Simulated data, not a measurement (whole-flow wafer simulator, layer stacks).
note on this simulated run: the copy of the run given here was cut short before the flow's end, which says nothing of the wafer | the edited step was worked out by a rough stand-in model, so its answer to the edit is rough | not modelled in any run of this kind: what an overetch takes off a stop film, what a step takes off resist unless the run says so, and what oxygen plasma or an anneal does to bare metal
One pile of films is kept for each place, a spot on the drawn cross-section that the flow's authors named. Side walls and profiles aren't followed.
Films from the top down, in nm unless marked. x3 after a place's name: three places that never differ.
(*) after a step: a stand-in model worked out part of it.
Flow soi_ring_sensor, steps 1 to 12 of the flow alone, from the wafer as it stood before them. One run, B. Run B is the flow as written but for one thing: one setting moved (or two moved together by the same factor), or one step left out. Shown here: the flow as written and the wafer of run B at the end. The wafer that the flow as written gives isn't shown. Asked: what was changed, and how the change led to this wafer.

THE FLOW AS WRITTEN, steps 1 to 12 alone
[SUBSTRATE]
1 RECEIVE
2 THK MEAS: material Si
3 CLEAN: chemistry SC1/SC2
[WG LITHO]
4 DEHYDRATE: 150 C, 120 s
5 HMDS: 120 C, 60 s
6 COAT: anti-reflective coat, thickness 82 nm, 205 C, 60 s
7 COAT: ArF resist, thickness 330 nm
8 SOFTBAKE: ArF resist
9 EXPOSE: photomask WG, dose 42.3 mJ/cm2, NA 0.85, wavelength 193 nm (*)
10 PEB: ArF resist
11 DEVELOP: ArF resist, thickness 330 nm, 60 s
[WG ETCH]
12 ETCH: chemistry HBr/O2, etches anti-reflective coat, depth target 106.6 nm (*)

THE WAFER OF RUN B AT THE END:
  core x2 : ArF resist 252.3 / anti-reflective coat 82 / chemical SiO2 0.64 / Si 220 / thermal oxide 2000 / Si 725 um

The cause: step 12, ETCH: depth target 92.3 nm was run, where the flow has depth target 106.6 nm.

How the change led to this, step by step:
  12 ETCH: chemistry HBr/O2, etches anti-reflective coat, depth target 106.6 nm (*)
      core x2: ArF resist -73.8 (as written it would be: ArF resist -85.3)
